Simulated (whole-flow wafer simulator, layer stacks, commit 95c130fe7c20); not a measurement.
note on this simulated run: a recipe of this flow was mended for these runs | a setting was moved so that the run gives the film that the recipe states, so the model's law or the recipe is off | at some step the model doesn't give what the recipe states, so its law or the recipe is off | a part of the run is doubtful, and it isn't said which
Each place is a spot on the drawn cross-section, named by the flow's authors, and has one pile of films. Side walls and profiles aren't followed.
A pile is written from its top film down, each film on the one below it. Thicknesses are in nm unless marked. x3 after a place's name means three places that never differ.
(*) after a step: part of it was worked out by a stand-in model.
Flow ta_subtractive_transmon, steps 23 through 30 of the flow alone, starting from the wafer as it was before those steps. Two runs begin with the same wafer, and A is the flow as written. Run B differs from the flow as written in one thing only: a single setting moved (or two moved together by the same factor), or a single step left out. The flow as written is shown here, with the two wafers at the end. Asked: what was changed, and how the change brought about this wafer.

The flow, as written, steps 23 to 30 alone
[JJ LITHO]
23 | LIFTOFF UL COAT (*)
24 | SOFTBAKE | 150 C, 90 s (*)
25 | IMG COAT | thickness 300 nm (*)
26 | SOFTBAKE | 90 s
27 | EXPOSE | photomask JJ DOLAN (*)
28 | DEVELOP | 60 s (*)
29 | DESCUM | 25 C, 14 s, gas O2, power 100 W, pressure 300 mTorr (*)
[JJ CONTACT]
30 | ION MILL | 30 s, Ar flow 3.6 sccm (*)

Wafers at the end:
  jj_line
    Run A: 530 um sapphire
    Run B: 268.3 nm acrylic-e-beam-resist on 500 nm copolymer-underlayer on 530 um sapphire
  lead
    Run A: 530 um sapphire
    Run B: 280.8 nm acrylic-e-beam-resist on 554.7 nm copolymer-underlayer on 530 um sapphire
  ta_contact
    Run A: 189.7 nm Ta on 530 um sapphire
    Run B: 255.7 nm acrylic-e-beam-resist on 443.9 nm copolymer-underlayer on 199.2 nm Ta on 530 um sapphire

The reason: step 28, DEVELOP: 60 s (*), was not run.

How this came from the change, step by step:
  29 | DESCUM | 25 C, 14 s, gas O2, power 100 W, pressure 300 mTorr (*)
      jj_line, lead, ta_contact: A nothing | B -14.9 acrylic-e-beam-resist
  30 | ION MILL | 30 s, Ar flow 3.6 sccm (*)
      jj_line, lead: A -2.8 sapphire | B -16.8 acrylic-e-beam-resist
      ta_contact: A -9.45 Ta | B -16.8 acrylic-e-beam-resist
